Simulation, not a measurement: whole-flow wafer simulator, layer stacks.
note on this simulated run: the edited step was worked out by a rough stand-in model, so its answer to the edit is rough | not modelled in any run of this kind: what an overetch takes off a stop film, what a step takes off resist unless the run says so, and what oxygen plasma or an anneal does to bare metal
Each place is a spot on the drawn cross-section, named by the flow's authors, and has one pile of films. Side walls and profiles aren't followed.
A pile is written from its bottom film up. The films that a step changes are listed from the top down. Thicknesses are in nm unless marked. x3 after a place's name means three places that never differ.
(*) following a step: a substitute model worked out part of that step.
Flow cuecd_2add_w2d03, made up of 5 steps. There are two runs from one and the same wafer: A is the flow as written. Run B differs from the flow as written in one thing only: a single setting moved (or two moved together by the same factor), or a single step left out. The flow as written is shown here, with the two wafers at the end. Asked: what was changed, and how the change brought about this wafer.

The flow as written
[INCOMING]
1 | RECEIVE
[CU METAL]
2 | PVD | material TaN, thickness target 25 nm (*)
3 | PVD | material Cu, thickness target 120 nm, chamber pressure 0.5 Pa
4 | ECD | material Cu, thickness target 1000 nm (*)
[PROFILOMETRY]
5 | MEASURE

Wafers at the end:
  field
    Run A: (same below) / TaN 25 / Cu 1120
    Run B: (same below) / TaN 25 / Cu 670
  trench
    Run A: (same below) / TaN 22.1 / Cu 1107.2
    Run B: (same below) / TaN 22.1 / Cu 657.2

The reason: step 4, ECD: thickness target 550 nm was run, though the flow has thickness target 1000 nm.

How this came from the change, step by step:
  4 | ECD | material Cu, thickness target 1000 nm (*)
      field, trench: A Cu gains 1000 | B Cu gains 550
